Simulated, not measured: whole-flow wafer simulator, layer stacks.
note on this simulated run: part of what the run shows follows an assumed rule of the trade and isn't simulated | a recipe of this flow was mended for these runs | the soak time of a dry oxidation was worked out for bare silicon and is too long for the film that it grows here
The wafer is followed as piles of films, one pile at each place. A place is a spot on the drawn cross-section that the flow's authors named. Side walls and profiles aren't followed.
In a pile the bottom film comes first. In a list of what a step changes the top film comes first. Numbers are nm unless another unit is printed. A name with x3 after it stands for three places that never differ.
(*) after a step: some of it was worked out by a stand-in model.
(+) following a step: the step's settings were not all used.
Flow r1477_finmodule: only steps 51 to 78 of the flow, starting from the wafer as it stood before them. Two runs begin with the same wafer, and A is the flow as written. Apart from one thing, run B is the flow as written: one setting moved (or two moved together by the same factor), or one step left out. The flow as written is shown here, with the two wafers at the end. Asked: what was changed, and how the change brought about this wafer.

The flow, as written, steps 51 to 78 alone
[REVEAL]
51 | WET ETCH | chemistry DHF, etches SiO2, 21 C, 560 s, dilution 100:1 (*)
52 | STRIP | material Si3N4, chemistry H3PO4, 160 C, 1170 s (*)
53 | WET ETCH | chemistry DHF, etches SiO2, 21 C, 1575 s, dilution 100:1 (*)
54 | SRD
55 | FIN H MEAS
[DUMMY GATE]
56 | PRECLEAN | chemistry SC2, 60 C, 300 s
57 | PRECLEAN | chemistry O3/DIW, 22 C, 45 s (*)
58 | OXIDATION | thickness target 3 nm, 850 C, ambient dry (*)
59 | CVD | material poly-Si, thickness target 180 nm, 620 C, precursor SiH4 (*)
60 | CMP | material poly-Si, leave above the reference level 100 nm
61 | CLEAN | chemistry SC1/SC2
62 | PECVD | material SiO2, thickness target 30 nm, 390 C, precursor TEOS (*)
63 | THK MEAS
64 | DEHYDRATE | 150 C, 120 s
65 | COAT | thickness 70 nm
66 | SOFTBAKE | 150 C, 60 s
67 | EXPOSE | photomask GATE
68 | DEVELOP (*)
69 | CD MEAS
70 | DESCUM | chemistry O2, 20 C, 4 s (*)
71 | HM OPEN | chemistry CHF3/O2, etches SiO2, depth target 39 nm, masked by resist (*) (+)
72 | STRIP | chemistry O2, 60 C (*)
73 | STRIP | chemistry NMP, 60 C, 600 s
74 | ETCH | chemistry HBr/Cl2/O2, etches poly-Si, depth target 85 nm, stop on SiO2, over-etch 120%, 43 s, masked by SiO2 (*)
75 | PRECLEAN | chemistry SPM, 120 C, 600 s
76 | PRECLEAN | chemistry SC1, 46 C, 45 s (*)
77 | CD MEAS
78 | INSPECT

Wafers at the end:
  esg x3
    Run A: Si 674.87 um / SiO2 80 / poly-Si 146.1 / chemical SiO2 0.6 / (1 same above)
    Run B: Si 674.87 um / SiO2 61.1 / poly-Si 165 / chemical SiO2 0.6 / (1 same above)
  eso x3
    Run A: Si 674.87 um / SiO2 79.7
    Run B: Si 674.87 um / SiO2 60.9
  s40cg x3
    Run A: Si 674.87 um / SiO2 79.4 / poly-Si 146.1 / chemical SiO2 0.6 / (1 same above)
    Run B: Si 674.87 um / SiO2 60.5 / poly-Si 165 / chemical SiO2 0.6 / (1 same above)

Cause: step 53, WET ETCH: 1953 s was run, while the flow as written has 1575 s.

Step by step, how the change led to this:
  53 | WET ETCH | chemistry DHF, etches SiO2, 21 C, 1575 s, dilution 100:1 (*)
      esg x3, e200sg, s40cg x3, s40sg x3, eso x3, e200so, s40co x3, s40so x3: A -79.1 SiO2 | B -98.1 SiO2
      pad, padg: A -85.7 SiO2 | B -105.8 SiO2
  59 | CVD | material poly-Si, thickness target 180 nm, 620 C, precursor SiH4 (*)
      esg x3, s40cg x3, s40sg x3, eso x3, s40co x3, s40so x3: A +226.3 poly-Si (new film) | B +245.3 poly-Si (new film)
      e200sg, e200so: A +219.2 poly-Si (new film) | B +245.3 poly-Si (new film)
  60 | CMP | material poly-Si, leave above the reference level 100 nm
      pad, padg: A -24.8 poly-Si | B -4.67 poly-Si
      e200sg, e200so: A -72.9 poly-Si | B -80 poly-Si
  74 | ETCH | chemistry HBr/Cl2/O2, etches poly-Si, depth target 85 nm, stop on SiO2, over-etch 120%, 43 s, masked by SiO2 (*)
      eso x3, e200so, s40co x3, s40so x3: A -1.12 chemical SiO2 (all of it), -143.9 poly-Si (all of it), -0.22 SiO2 | B -1.12 chemical SiO2 (all of it), -162.8 poly-Si (all of it), -0.12 SiO2
      pad: A -1.12 chemical SiO2 (all of it), -152.8 poly-Si (all of it), -0.17 SiO2 | B -1.12 chemical SiO2 (all of it), -172.9 poly-Si (all of it), -0.07 SiO2
